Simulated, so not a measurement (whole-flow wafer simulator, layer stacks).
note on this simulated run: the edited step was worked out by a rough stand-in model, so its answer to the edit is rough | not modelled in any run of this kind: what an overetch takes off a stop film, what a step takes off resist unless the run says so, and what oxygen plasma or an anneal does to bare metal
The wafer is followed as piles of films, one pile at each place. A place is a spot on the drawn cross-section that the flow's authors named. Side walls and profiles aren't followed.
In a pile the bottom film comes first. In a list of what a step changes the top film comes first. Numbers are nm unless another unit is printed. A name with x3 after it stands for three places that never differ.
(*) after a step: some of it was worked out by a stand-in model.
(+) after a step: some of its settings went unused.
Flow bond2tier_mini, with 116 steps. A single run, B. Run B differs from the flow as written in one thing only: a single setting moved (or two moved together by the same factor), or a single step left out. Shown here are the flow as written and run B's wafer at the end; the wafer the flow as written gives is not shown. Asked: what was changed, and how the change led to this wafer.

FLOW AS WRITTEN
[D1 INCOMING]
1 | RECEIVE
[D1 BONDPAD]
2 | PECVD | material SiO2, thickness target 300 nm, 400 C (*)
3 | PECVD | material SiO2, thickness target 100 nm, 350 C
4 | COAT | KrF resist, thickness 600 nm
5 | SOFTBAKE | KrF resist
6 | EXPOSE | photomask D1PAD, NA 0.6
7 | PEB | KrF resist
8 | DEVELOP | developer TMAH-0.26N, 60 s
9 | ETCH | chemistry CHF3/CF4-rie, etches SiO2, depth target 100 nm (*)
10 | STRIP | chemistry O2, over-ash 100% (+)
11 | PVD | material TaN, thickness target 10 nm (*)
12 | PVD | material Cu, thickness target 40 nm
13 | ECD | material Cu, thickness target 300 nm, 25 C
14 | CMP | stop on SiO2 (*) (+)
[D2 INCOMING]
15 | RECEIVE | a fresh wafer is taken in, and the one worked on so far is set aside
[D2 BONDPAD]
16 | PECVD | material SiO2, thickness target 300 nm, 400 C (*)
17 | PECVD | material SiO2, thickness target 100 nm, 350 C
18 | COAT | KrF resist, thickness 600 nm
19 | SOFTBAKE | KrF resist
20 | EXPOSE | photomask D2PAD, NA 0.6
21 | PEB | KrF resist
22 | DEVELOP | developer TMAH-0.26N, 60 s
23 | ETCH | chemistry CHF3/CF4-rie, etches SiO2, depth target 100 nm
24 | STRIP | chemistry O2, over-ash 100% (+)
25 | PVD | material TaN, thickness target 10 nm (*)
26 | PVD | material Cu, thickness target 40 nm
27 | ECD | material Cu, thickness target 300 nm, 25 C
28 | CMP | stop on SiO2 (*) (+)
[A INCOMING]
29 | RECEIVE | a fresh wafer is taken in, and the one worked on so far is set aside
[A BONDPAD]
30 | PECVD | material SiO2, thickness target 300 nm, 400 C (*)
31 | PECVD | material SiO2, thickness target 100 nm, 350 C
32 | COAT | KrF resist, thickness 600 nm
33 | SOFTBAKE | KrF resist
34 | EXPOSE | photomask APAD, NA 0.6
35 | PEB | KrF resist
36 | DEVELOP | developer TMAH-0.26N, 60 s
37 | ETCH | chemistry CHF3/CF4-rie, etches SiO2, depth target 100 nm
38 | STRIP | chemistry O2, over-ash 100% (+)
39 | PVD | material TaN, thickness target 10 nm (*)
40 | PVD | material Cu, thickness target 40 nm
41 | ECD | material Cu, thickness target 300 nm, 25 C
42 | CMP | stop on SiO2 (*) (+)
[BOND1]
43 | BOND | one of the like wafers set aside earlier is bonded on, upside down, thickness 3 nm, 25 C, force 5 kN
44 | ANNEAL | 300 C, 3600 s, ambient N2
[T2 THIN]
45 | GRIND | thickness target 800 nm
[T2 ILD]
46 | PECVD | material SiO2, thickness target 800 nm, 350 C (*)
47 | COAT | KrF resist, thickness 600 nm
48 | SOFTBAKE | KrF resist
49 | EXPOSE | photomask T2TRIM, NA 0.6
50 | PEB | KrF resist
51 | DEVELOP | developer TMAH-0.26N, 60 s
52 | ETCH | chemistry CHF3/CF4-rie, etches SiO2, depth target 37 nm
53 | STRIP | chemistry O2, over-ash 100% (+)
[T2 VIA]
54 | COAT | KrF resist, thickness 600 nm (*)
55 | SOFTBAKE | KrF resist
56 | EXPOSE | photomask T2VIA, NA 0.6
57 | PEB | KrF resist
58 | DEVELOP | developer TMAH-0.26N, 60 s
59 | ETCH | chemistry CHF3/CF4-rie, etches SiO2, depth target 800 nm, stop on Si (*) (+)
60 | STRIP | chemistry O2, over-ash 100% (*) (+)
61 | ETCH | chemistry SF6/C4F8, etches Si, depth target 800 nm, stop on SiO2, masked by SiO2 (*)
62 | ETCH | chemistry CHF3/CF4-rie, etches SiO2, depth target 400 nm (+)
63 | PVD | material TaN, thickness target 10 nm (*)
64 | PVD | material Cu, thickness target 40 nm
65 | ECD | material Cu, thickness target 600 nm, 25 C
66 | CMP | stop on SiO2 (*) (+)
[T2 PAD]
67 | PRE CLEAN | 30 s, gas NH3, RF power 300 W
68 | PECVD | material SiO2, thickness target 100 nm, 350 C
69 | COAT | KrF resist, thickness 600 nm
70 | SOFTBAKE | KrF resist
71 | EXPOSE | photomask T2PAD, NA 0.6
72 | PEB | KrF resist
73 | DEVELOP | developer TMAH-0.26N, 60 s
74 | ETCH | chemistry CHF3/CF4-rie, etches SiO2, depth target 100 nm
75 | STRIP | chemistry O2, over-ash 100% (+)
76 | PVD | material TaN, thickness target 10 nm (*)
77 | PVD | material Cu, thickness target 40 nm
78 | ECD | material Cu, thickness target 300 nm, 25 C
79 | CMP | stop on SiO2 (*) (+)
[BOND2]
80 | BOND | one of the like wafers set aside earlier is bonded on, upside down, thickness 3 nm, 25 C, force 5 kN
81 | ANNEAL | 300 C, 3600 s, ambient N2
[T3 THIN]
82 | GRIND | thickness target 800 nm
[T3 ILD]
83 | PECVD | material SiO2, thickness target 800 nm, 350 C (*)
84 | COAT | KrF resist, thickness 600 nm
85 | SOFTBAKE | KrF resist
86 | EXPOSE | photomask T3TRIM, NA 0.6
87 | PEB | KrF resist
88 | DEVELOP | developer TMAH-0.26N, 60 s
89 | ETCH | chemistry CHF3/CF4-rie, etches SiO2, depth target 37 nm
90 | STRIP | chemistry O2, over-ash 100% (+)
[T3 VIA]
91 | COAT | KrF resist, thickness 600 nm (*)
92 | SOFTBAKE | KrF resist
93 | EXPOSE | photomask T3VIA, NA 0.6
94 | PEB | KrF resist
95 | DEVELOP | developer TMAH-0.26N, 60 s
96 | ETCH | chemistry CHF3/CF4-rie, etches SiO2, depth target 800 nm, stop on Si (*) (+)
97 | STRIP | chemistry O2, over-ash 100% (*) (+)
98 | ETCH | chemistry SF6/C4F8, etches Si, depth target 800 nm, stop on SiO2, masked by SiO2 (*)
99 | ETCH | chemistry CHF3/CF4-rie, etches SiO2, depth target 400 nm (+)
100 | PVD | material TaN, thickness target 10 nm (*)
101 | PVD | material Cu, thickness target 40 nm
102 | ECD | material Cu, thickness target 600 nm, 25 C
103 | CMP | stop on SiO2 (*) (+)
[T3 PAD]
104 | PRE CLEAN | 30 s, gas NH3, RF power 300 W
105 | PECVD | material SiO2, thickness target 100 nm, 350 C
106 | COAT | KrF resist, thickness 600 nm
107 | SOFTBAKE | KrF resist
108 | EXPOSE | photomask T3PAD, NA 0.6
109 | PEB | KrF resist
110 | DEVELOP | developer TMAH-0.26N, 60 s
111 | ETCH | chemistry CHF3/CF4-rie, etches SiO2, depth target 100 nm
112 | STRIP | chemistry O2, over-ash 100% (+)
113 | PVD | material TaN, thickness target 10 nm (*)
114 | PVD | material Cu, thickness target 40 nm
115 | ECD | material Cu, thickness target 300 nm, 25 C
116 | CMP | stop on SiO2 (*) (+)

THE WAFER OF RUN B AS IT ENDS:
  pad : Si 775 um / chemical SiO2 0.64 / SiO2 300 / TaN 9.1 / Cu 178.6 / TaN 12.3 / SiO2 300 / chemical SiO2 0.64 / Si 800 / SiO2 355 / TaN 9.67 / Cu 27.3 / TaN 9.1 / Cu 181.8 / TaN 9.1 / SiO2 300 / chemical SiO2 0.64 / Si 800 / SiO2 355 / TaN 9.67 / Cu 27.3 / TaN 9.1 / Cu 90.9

The reason: step 11, PVD: thickness target 13.5 nm was run, though the flow has thickness target 10 nm.

Step by step, how the change led to this:
  11 | PVD | material TaN, thickness target 10 nm (*)
      field: +13.5 TaN (new film) (as written it would have been: +10 TaN (new film))
      pad: +12.3 TaN (new film) (as written it would have been: +9.1 TaN (new film))
      (also at 1 further place)
  14 | CMP | stop on SiO2 (*) (+)
      field: -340 Cu (all of it), -13.5 TaN (all of it) (as written it would have been: -340 Cu (all of it), -10 TaN (all of it))
  43 | BOND | one of the like wafers set aside earlier is bonded on, upside down, thickness 3 nm, 25 C, force 5 kN
      pad: +775 um Si (new film), +0.64 chemical SiO2 (new film), +300 SiO2 (new film), +12.3 TaN (new film), +87.7 Cu (as written it would have been: +775 um Si (new film), +0.64 chemical SiO2 (new film), +300 SiO2 (new film), +9.1 TaN (new film), +90.9 Cu)
      via: +775 um Si (new film), +0.64 chemical SiO2 (new film), +300 SiO2 (new film), +13.5 TaN (new film), +86.5 Cu (as written it would have been: +775 um Si (new film), +0.64 chemical SiO2 (new film), +300 SiO2 (new film), +9.97 TaN (new film), +90 Cu)
